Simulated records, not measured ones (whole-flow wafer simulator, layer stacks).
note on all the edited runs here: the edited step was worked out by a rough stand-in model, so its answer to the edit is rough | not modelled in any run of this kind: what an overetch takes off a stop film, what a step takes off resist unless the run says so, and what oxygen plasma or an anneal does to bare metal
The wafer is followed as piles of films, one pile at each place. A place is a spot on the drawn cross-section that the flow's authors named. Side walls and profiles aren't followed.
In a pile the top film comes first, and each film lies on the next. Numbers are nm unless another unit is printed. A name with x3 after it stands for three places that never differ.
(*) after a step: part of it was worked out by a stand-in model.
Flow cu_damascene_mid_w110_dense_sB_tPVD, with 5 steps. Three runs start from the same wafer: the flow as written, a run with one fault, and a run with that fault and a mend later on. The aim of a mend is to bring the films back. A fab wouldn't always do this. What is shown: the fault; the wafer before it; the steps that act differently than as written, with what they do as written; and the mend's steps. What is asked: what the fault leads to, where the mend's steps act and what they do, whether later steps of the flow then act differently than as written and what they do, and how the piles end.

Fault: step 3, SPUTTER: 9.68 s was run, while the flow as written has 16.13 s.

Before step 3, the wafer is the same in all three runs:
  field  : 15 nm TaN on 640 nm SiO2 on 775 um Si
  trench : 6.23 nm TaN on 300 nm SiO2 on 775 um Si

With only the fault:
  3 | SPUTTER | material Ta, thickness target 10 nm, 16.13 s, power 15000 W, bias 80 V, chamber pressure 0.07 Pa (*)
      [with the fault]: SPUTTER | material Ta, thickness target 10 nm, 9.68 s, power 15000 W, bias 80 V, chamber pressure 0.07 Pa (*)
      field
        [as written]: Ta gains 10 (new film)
        [with the fault]: Ta gains 6 (new film)
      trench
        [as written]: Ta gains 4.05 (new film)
        [with the fault]: Ta gains 2.43 (new film)
  Later steps of the flow that are run all act as written at every place that is followed, up to a difference of at most 2% or 0.5 nm, whichever is larger.
  By the end, the piles at field, trench depart from the flow's by more than 2% or 0.5 nm, whichever is larger.
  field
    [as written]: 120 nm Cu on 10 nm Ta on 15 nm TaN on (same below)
    [with the fault]: 120 nm Cu on 6 nm Ta on 15 nm TaN on (same below)
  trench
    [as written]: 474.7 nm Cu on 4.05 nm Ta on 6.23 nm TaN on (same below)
    [with the fault]: 472.3 nm Cu on 2.43 nm Ta on 6.23 nm TaN on (same below)

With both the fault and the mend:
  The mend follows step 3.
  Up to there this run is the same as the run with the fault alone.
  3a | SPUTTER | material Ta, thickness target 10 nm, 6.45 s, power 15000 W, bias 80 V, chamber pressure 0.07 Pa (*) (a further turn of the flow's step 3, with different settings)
      field
        Ta gains 4
      trench
        Ta gains 1.58
  Later steps of the flow that are run all act as written at every place that is followed, up to a difference of at most 2% or 0.5 nm, whichever is larger.
  When the end is reached, the piles differ only a little from the flow's at the places that both follow, at most by 2% or 0.5 nm, whichever is larger.
